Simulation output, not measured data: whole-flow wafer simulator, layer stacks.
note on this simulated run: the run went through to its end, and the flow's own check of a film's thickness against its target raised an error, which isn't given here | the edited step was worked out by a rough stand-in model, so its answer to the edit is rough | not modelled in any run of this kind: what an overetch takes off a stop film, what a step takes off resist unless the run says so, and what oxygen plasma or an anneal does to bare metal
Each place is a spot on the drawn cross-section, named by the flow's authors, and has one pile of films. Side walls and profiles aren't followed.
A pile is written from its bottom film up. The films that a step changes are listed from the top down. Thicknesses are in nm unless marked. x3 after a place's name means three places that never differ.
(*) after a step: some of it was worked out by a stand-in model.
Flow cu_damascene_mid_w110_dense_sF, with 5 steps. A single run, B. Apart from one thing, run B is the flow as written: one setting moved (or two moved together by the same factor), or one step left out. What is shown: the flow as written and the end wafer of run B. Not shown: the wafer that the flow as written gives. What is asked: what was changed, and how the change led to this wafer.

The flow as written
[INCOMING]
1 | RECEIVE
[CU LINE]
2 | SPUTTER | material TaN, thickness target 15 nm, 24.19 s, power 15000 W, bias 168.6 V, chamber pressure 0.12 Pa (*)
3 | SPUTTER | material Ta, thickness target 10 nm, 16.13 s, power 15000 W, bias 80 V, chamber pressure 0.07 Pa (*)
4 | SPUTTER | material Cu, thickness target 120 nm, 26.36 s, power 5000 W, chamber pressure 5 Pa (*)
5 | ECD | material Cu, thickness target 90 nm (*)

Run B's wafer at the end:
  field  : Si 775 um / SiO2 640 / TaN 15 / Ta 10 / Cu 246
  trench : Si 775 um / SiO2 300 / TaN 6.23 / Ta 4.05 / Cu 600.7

What caused this: step 5, ECD: thickness target 126 nm was run, though the flow has thickness target 90 nm.

Step by step, how the change led to this:
  5 | ECD | material Cu, thickness target 90 nm (*)
      field: Cu gains 126 (it would be, as written: Cu gains 90)
      trench: Cu gains 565 (it would be, as written: Cu gains 529)
